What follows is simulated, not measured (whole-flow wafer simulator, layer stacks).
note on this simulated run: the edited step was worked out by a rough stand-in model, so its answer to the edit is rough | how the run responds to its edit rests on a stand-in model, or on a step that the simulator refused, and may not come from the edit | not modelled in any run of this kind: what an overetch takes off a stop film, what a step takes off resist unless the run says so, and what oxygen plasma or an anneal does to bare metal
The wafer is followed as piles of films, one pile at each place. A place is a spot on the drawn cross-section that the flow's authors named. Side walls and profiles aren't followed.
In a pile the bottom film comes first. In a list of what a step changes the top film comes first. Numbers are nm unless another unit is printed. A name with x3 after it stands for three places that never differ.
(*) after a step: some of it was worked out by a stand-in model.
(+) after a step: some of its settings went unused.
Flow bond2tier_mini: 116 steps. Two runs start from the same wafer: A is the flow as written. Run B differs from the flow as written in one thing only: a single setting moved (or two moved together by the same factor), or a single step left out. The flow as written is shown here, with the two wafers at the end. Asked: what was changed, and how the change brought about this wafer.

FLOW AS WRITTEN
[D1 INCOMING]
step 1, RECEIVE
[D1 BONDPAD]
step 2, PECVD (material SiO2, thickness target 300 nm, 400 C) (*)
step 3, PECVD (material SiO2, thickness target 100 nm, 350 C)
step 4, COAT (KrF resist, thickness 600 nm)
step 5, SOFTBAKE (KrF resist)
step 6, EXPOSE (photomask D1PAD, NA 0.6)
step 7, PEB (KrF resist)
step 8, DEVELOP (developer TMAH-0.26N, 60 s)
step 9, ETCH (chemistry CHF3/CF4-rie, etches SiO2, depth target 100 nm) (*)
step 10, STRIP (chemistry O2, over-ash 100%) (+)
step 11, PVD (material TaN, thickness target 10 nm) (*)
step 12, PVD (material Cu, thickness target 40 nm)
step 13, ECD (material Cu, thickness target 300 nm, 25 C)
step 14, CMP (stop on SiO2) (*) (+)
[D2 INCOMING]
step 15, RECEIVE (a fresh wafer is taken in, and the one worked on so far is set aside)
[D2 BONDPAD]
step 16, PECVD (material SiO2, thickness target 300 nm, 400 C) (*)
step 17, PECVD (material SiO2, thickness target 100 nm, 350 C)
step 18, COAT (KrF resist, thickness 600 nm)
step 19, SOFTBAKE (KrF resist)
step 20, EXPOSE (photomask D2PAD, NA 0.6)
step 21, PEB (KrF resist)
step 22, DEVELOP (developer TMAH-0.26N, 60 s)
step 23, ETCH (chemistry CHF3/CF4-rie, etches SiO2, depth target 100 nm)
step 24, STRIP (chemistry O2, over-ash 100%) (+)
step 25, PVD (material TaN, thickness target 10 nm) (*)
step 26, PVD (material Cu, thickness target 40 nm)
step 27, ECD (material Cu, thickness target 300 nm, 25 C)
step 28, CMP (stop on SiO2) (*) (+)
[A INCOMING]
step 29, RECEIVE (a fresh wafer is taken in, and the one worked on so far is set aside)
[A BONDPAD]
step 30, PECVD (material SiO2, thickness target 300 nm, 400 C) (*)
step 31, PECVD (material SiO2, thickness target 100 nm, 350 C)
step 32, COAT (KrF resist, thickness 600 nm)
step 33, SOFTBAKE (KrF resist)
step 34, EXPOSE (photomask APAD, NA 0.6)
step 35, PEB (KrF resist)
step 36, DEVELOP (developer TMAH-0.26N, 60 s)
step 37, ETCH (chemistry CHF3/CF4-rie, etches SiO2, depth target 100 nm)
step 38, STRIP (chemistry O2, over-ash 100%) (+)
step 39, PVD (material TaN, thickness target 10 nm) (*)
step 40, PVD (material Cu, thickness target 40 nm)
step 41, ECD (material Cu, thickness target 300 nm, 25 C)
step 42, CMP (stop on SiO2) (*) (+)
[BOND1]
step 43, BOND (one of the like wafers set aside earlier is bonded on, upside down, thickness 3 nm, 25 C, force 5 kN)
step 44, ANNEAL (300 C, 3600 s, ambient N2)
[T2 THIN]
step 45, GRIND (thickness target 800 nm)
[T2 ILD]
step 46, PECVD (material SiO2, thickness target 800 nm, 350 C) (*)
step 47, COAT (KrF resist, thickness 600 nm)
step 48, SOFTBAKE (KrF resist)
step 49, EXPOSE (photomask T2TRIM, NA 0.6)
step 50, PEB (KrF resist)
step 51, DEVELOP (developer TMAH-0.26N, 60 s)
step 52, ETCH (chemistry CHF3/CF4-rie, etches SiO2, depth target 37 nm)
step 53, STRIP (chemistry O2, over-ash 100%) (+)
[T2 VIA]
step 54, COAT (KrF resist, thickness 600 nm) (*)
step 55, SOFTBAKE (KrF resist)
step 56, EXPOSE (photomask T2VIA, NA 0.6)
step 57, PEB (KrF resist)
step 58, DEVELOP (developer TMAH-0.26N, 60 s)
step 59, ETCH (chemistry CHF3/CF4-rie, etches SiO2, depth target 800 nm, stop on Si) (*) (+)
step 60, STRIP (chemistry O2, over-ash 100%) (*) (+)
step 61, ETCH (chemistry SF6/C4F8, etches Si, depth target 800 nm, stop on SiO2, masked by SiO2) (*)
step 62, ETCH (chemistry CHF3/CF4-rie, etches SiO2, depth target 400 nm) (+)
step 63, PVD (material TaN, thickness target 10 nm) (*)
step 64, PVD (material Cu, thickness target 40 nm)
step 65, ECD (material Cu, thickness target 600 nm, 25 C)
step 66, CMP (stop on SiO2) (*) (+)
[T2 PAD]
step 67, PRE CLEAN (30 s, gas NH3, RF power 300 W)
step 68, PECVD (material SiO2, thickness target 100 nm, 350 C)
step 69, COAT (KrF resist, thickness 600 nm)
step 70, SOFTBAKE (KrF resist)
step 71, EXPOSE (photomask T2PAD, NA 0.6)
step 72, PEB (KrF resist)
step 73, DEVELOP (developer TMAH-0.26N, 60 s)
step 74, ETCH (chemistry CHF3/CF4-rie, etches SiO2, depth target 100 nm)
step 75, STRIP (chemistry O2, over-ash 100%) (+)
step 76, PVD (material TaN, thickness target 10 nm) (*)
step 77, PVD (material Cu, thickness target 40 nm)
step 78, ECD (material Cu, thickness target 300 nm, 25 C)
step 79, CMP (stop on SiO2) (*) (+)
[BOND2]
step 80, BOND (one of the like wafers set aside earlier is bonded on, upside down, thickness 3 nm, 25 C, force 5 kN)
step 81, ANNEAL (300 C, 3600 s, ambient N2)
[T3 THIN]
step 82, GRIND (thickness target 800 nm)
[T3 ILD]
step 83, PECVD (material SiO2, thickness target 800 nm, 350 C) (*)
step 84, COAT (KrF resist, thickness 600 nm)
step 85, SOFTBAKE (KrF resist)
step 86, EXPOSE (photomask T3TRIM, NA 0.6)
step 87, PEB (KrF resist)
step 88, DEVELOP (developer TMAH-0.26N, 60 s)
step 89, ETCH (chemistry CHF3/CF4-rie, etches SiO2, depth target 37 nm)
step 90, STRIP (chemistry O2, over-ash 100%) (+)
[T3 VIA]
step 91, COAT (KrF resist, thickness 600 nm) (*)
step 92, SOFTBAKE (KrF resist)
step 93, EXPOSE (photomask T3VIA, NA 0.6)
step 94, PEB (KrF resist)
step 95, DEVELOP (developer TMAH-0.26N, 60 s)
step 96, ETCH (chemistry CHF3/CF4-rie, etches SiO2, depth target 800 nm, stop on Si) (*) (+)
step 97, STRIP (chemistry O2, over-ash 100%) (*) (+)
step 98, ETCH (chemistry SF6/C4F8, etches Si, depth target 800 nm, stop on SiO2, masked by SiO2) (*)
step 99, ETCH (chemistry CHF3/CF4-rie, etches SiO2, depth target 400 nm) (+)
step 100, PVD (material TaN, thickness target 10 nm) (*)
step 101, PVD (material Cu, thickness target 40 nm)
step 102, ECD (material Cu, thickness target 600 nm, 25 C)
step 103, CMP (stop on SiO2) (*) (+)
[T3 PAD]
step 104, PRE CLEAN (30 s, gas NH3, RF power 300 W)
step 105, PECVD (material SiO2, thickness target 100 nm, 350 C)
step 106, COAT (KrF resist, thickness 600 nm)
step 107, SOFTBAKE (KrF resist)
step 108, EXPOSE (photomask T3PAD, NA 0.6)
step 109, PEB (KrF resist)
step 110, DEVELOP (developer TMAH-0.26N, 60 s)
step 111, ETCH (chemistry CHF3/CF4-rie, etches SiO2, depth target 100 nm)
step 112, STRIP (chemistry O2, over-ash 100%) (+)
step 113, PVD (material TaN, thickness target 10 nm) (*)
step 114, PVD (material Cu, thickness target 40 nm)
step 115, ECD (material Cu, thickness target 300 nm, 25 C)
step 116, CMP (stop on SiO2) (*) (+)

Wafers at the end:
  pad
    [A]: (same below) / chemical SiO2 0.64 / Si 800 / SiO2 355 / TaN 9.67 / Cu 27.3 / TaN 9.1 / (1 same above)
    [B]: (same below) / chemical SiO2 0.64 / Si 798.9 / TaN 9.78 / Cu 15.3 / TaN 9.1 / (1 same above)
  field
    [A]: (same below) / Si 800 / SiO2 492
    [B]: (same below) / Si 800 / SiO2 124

Cause: step 83, PECVD: thickness target 432 nm was run, whereas the flow has thickness target 800 nm.

How this came from the change, step by step:
  step 83, PECVD (material SiO2, thickness target 800 nm, 350 C) (*)
      field, pad: A SiO2 gains 800 (new film) | B SiO2 gains 432 (new film)
  step 96, ETCH (chemistry CHF3/CF4-rie, etches SiO2, depth target 800 nm, stop on Si) (*) (+)
      field, pad: A KrF resist loses 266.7 | B KrF resist loses 197.5
  step 97, STRIP (chemistry O2, over-ash 100%) (*) (+)
      field: A KrF resist loses 303.9 (all of it) | B KrF resist loses 373.1 (all of it)
      pad: A KrF resist loses 336 (all of it) | B KrF resist loses 405.1 (all of it)
  step 99, ETCH (chemistry CHF3/CF4-rie, etches SiO2, depth target 400 nm) (+)
      pad: A SiO2 loses 400 | B SiO2 loses 387 (all of it), Si loses 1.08
